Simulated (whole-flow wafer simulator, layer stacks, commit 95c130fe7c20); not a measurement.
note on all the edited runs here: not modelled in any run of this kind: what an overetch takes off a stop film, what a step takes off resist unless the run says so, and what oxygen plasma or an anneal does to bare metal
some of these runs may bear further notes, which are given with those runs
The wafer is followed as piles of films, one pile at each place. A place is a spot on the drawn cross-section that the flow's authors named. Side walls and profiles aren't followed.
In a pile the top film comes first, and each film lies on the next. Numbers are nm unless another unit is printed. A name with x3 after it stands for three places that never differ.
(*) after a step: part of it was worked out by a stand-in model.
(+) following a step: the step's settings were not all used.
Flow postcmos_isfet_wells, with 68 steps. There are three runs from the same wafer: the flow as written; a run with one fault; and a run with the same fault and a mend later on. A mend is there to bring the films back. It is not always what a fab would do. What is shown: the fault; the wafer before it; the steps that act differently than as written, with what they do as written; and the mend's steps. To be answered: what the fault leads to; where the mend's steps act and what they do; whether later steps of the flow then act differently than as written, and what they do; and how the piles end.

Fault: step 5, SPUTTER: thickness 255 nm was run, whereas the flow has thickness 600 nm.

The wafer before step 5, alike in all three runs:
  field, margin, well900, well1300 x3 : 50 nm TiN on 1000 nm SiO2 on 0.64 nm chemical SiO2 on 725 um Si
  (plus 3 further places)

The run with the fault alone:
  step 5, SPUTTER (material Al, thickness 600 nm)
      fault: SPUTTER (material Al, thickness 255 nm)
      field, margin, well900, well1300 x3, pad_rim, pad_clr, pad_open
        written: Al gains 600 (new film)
        fault: Al gains 255 (new film)
  Steps further on in the flow that do not act as written:
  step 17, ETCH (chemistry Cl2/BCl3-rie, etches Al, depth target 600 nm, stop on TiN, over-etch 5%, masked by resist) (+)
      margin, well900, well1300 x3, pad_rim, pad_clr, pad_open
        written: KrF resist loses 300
        fault: KrF resist loses 133.9
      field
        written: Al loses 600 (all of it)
        fault: Al loses 255 (all of it)
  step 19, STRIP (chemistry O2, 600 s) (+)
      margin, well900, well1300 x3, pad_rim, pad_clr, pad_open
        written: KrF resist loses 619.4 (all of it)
        fault: KrF resist loses 785.5 (all of it)
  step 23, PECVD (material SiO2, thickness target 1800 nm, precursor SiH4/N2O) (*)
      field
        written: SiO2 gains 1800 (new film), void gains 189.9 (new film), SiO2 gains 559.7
        fault: SiO2 gains 2204.6
  The piles end different from the flow's at field, margin, well900, well1300 x3, pad_rim, pad_clr, pad_open by more than 2% or 0.5 nm, whichever is larger.
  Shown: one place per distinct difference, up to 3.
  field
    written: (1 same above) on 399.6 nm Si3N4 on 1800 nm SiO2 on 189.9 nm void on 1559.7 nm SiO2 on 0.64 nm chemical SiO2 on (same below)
    fault: (1 same above) on 399.6 nm Si3N4 on 3204.6 nm SiO2 on 0.64 nm chemical SiO2 on (same below)
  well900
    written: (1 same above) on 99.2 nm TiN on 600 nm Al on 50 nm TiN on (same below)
    fault: (1 same above) on 99.2 nm TiN on 255 nm Al on 50 nm TiN on (same below)
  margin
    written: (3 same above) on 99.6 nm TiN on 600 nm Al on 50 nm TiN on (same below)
    fault: (3 same above) on 99.6 nm TiN on 255 nm Al on 50 nm TiN on (same below)

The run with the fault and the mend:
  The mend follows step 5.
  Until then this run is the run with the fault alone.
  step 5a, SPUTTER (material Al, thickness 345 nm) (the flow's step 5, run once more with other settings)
      field, margin, well900, well1300 x3, pad_rim, pad_clr, pad_open
        Al gains 345
  None of the later steps of the flow acts differently than as written at any place that is followed.
  By the end, the piles equal the flow's at every place that both follow.
